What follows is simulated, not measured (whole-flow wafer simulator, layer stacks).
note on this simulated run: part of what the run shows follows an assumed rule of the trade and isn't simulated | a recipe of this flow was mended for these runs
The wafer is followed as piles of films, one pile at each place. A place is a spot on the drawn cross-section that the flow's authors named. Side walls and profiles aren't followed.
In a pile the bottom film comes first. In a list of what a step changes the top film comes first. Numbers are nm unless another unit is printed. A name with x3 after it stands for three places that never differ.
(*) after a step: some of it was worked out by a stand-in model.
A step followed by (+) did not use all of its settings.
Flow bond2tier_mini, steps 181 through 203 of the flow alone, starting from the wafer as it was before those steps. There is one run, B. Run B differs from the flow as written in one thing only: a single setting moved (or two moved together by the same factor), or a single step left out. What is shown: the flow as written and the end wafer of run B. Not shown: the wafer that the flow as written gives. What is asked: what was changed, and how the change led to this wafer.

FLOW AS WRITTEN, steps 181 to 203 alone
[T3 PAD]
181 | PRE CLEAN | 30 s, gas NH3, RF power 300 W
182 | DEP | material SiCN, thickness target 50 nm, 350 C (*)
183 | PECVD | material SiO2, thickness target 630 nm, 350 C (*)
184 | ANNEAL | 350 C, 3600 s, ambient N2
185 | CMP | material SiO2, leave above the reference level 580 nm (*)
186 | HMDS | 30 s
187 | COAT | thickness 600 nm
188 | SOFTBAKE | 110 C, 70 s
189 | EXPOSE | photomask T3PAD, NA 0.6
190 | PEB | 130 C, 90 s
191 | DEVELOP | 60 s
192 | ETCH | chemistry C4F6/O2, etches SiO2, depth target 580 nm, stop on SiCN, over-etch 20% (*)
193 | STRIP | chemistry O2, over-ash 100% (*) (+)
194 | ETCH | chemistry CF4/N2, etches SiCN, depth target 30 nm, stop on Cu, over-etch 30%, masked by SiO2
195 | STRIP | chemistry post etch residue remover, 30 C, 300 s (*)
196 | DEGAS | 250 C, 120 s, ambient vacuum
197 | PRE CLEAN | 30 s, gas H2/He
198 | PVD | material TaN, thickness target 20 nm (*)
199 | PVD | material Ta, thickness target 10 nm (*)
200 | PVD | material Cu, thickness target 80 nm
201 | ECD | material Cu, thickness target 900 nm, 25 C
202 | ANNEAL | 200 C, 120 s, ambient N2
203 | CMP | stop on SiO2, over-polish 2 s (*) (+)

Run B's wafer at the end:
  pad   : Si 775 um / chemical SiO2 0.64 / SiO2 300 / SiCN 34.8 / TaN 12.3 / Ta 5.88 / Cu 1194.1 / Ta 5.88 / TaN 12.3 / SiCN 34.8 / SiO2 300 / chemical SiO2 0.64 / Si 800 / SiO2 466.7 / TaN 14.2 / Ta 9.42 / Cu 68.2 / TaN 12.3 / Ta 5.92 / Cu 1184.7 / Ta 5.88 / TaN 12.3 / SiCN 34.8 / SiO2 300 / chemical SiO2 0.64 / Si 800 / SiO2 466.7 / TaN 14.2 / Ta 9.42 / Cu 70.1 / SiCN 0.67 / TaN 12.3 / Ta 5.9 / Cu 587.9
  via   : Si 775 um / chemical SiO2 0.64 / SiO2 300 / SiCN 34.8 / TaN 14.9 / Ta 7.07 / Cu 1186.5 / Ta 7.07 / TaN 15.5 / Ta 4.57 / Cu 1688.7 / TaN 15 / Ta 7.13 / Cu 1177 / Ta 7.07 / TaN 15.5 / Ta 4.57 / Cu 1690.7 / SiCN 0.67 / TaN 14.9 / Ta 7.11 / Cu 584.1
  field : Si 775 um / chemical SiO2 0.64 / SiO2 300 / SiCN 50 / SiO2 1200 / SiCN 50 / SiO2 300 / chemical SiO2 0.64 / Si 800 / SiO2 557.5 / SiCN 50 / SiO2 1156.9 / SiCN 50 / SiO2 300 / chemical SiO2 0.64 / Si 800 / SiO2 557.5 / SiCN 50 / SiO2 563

The reason: step 194, ETCH: depth target 22.9 nm was run, while the flow as written has depth target 30 nm.

Step by step, how the change led to this:
  194 | ETCH | chemistry CF4/N2, etches SiCN, depth target 30 nm, stop on Cu, over-etch 30%, masked by SiO2
      pad, via: -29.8 SiCN (in the flow as written it would be: -30.4 SiCN (all of it), -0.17 Cu)
      field: -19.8 SiO2 (in the flow as written it would be: -26 SiO2)
  195 | STRIP | chemistry post etch residue remover, 30 C, 300 s (*)
      pad, via: nothing (in the flow as written it would be: -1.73 Cu)
Taking metal films that touch as one body, pad has 4 bodies (between them, from the top down: SiCN 0.67; SiO2 466.7 / Si 800 / chemical SiO2 0.64 / SiO2 300 / SiCN 34.8; SiO2 466.7 / Si 800 / chemical SiO2 0.64 / SiO2 300 / SiCN 34.8); the flow as written gives 3 bodies (between them, from the top down: SiO2 466.7 / Si 800 / chemical SiO2 0.64 / SiO2 300 / SiCN 34.8; SiO2 466.7 / Si 800 / chemical SiO2 0.64 / SiO2 300 / SiCN 34.8).
Taking metal films that touch as one body, via has 2 bodies (between them, from the top down: SiCN 0.67); the flow as written gives 1 body.
